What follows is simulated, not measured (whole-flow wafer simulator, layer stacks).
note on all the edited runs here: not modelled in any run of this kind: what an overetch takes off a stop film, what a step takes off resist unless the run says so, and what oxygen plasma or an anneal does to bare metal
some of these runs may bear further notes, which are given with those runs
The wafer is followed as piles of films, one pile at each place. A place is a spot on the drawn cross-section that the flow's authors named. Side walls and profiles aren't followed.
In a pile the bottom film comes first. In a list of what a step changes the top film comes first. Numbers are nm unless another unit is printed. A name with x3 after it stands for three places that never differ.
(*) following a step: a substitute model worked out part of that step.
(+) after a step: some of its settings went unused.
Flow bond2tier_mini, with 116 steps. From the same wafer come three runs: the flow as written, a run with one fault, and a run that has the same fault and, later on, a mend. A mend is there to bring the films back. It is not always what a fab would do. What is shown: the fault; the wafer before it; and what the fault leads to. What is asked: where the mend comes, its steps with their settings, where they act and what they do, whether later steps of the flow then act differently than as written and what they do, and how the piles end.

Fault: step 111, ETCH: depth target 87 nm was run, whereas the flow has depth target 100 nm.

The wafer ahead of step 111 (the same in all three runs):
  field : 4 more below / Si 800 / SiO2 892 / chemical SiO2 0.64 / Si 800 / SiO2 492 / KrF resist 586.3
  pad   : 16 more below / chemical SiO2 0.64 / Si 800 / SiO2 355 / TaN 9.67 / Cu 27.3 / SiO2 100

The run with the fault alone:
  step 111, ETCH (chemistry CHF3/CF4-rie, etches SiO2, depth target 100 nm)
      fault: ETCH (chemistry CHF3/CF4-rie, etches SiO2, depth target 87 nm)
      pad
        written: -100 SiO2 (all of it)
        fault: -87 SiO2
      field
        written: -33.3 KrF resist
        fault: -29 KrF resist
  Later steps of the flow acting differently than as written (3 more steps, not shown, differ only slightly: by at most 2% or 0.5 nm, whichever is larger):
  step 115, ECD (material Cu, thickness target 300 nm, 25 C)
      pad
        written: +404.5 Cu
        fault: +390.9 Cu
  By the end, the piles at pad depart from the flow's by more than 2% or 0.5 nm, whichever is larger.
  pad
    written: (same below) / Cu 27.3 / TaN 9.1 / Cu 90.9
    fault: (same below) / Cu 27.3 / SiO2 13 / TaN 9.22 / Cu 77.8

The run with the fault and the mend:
  The mend stands after step 112.
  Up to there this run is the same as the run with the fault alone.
  step 112a, COAT (KrF resist, thickness 600 nm) (*) (a further turn of the flow's step 106)
      field
        +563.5 KrF resist (new film)
      pad
        +638.2 KrF resist (new film)
  step 112b, SOFTBAKE (KrF resist) (a further turn of the flow's step 107)
      alters no film at any place that is followed
  step 112c, EXPOSE (photomask T3PAD, NA 0.6) (a further turn of the flow's step 108)
      alters no film at any place that is followed
  step 112d, PEB (KrF resist) (a further turn of the flow's step 109)
      alters no film at any place that is followed
  step 112e, DEVELOP (developer TMAH-0.26N, 60 s) (a further turn of the flow's step 110)
      field
        -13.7 KrF resist
      pad
        -638.2 KrF resist (all of it)
  step 112f, ETCH (chemistry CHF3/CF4-rie, etches SiO2, depth target 13 nm) (a further turn of the flow's step 111, with different settings)
      field
        -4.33 KrF resist
      pad
        -13 SiO2 (all of it)
  step 112g, STRIP (chemistry O2, over-ash 100%) (+) (a further turn of the flow's step 112)
      field
        -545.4 KrF resist (all of it)
  None of the later steps of the flow acts differently than as written at any place that is followed.
  By the end, the piles equal the flow's at every place that both follow.
